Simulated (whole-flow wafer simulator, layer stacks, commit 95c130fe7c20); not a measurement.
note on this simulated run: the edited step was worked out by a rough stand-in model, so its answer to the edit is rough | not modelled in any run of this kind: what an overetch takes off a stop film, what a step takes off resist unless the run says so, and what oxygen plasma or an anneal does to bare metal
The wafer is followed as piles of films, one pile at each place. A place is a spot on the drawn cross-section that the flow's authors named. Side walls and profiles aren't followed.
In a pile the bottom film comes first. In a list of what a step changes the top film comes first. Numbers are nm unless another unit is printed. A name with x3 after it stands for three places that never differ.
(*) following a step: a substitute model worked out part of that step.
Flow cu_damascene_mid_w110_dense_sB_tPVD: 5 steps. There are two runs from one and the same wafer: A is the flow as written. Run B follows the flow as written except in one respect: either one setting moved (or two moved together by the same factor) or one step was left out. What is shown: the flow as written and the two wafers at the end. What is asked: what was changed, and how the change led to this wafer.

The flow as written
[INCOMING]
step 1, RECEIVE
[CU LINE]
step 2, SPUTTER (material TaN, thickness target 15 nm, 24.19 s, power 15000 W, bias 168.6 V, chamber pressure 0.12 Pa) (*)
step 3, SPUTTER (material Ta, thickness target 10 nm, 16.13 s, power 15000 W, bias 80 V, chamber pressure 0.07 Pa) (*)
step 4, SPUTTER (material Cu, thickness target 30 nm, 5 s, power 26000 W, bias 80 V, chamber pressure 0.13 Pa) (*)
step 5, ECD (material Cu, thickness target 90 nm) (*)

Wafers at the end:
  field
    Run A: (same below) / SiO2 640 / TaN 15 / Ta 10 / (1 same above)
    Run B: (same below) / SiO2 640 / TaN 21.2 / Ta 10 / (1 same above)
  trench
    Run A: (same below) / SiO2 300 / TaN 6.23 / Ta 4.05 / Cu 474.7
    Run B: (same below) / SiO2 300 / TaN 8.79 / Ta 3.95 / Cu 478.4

Cause: step 2, SPUTTER: 28.73 s was run, though the flow has 24.19 s; step 2, SPUTTER: power 17810 W was run, where the flow has power 15000 W.

How this came from the change, step by step:
  step 2, SPUTTER (material TaN, thickness target 15 nm, 24.19 s, power 15000 W, bias 168.6 V, chamber pressure 0.12 Pa) (*)
      field: A +15 TaN (new film) | B +21.2 TaN (new film)
      trench: A +6.23 TaN (new film) | B +8.79 TaN (new film)
